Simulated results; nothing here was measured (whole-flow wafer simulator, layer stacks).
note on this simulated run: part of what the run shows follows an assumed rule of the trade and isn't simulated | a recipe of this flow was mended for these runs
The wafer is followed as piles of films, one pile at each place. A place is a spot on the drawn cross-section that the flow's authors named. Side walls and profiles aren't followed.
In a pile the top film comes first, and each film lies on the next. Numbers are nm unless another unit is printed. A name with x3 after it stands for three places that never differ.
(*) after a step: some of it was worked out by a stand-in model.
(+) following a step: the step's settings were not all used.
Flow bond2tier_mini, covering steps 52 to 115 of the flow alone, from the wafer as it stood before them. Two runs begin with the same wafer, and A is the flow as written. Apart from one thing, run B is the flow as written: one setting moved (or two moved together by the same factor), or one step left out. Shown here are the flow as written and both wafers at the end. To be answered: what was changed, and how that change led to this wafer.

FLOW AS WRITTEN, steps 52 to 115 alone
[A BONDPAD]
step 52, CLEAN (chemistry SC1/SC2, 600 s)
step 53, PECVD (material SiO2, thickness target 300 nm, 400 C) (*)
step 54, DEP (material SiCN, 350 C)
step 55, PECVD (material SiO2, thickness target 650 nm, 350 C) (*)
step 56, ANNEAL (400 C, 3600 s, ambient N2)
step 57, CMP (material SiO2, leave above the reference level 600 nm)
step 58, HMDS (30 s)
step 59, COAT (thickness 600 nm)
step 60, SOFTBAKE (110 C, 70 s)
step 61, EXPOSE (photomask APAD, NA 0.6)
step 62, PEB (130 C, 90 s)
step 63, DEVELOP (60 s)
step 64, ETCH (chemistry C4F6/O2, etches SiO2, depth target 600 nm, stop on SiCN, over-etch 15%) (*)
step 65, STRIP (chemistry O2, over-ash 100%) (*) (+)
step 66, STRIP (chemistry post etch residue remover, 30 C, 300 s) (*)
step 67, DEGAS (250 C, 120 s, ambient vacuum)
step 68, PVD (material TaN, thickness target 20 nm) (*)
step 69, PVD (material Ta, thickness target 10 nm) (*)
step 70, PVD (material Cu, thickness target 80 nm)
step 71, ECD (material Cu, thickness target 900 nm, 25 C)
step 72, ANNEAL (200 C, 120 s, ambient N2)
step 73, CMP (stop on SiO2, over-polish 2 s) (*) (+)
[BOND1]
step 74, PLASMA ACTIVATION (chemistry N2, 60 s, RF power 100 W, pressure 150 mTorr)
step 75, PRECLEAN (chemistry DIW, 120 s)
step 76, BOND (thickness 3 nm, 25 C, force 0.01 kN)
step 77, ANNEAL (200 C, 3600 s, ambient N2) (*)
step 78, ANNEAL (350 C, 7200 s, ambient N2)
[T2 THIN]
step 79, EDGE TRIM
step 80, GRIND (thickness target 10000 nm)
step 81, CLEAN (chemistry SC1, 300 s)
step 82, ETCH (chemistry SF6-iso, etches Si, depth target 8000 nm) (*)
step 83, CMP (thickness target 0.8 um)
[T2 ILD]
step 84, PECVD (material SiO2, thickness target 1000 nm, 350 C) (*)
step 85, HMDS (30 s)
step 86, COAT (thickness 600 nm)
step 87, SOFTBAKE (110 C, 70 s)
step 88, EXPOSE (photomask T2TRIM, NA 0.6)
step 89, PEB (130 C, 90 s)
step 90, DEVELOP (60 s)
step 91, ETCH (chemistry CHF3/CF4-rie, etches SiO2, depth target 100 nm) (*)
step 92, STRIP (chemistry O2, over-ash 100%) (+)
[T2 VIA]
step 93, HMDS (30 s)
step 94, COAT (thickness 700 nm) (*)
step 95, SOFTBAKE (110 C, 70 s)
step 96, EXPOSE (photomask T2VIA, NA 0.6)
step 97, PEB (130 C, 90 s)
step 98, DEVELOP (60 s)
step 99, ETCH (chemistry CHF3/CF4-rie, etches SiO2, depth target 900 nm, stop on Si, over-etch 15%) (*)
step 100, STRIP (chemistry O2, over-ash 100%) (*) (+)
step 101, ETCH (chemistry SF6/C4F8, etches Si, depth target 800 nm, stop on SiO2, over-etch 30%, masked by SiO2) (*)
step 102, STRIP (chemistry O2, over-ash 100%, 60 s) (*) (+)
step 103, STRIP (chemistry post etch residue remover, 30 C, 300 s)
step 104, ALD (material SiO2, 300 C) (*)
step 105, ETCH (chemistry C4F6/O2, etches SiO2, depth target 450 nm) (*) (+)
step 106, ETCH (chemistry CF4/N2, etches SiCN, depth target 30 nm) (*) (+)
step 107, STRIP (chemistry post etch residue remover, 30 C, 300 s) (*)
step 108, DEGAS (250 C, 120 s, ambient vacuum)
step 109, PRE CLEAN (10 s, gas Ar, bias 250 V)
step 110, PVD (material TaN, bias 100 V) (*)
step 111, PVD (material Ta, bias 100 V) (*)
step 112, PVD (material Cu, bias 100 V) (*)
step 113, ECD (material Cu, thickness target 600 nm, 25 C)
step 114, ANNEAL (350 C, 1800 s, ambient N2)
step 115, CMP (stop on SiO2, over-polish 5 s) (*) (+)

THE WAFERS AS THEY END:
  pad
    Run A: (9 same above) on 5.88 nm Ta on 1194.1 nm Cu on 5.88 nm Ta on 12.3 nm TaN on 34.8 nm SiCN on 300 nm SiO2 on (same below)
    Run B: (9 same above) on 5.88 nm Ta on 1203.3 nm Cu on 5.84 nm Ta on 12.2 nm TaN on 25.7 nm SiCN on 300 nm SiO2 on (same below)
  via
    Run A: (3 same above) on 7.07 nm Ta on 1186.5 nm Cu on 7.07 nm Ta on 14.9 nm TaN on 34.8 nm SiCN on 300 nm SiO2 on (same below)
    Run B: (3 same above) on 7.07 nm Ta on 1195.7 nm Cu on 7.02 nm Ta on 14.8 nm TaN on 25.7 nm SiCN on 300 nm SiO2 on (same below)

The reason: step 64, ETCH: over-etch 24% was run, while the flow as written has over-etch 15%.

The path from the change to this, step by step:
  step 64, ETCH (chemistry C4F6/O2, etches SiO2, depth target 600 nm, stop on SiCN, over-etch 15%) (*)
      pad, via: A -600 SiO2 (all of it), -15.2 SiCN | B -600 SiO2 (all of it), -24.3 SiCN
      field: A -115 thick-KrF-resist | B -124 thick-KrF-resist
